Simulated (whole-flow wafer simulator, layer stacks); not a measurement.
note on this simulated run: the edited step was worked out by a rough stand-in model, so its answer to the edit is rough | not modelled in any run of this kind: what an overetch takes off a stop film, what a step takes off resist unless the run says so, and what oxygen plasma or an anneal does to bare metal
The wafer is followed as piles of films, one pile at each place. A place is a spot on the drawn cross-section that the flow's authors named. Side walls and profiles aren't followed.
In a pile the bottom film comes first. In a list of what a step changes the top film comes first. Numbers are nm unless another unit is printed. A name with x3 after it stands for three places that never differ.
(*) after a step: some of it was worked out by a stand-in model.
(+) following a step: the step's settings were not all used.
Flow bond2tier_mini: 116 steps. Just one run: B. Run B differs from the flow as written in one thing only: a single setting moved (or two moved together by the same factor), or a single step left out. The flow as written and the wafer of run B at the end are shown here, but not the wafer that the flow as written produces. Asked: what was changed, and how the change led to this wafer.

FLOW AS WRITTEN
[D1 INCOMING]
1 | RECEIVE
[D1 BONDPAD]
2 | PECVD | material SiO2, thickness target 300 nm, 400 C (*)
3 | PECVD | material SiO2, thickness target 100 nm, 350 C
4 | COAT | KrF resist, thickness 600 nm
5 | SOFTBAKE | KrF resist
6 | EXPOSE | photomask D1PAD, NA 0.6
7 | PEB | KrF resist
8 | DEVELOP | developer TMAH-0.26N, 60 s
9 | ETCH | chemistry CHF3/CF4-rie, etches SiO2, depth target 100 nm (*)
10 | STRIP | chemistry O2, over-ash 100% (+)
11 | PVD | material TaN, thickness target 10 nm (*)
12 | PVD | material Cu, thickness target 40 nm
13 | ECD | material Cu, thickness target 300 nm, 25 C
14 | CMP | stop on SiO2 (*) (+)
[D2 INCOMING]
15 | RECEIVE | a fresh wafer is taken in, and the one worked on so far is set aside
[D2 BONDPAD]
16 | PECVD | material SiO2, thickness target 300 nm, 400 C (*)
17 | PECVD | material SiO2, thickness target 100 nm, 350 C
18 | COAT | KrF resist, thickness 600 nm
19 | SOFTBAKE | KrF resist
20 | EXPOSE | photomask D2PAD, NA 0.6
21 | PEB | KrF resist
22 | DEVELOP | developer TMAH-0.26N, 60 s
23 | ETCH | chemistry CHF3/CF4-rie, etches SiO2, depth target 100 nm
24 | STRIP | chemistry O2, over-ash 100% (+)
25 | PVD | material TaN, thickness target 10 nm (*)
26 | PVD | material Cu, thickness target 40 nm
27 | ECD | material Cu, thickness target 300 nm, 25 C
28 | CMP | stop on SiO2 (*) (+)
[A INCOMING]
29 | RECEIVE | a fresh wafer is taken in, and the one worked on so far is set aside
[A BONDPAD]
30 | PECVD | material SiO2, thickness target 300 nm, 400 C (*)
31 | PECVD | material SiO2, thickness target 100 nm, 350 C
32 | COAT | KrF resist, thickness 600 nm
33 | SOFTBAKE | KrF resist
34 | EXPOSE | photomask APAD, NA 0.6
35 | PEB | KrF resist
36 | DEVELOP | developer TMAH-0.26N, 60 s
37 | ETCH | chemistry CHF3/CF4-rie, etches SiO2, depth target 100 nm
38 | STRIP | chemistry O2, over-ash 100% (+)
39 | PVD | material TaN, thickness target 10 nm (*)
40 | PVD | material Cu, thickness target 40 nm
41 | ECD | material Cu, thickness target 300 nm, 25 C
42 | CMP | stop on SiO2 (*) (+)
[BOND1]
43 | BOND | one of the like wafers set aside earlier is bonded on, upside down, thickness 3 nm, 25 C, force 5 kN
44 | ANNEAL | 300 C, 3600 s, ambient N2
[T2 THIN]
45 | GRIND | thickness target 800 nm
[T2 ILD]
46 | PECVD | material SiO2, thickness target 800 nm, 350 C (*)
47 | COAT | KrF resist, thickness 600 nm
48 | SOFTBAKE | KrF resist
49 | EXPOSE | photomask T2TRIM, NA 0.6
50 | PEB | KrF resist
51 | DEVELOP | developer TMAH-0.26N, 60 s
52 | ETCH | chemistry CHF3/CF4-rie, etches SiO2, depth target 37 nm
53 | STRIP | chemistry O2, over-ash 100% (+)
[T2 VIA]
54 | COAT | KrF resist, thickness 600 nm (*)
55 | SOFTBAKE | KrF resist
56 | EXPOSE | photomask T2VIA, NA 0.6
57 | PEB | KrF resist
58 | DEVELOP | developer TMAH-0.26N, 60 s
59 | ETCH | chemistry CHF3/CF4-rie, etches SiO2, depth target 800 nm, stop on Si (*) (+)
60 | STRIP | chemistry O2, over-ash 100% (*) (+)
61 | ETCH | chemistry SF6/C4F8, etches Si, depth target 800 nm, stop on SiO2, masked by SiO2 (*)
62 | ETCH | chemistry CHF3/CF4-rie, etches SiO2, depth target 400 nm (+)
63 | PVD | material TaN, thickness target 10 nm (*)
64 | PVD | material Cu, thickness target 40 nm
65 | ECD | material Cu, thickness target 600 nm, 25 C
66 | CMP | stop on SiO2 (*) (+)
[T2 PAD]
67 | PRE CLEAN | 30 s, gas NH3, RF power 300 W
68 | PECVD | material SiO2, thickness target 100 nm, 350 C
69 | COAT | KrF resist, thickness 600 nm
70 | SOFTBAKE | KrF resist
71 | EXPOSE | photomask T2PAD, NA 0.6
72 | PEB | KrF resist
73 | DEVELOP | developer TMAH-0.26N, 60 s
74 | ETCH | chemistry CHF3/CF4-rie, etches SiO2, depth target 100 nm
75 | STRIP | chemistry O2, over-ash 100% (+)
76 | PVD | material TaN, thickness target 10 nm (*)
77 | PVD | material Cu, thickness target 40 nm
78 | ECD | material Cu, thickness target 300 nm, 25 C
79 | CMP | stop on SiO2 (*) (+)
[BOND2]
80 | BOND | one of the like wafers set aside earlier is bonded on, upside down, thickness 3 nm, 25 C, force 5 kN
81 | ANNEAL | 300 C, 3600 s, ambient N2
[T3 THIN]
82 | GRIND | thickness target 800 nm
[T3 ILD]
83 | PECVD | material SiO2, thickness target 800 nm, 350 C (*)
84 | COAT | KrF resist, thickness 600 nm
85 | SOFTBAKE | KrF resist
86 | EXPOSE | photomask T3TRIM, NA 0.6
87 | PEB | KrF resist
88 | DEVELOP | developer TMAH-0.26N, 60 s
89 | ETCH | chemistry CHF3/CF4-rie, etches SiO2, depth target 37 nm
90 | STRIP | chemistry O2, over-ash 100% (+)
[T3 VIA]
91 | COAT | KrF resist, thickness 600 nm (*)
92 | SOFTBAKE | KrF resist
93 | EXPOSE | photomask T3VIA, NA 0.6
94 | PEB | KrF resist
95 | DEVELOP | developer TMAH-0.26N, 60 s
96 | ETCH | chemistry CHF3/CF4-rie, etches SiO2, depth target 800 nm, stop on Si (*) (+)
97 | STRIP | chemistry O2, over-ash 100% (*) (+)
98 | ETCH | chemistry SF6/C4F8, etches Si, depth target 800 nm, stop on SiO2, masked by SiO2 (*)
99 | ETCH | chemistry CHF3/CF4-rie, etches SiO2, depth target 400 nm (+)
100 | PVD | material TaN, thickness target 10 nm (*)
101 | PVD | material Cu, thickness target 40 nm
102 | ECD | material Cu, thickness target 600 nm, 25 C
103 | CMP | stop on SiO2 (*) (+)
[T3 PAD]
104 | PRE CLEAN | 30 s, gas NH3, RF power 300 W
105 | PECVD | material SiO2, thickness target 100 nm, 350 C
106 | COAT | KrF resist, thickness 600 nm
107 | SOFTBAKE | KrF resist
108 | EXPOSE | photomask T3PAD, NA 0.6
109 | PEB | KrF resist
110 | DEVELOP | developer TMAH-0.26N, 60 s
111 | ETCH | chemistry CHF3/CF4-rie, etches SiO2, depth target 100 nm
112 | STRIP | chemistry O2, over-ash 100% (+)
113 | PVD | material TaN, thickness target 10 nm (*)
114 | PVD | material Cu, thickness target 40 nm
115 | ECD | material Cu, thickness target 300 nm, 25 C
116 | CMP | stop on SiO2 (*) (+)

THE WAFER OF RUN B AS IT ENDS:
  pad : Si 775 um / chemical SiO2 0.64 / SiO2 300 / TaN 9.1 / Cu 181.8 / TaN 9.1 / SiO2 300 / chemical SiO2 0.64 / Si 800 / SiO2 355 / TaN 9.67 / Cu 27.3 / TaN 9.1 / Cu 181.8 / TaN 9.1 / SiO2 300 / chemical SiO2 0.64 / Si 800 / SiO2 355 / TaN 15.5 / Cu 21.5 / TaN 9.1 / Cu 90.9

The reason: step 100, PVD: thickness target 16 nm was run, while the flow as written has thickness target 10 nm.

The path from the change to this, step by step:
  100 | PVD | material TaN, thickness target 10 nm (*)
      field: +16 TaN (new film) (as written it would have been: +10 TaN (new film))
      pad: +15.5 TaN (new film) (as written it would have been: +9.67 TaN (new film))
  103 | CMP | stop on SiO2 (*) (+)
      field: -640 Cu (all of it), -16 TaN (all of it) (as written it would have been: -640 Cu (all of it), -10 TaN (all of it))
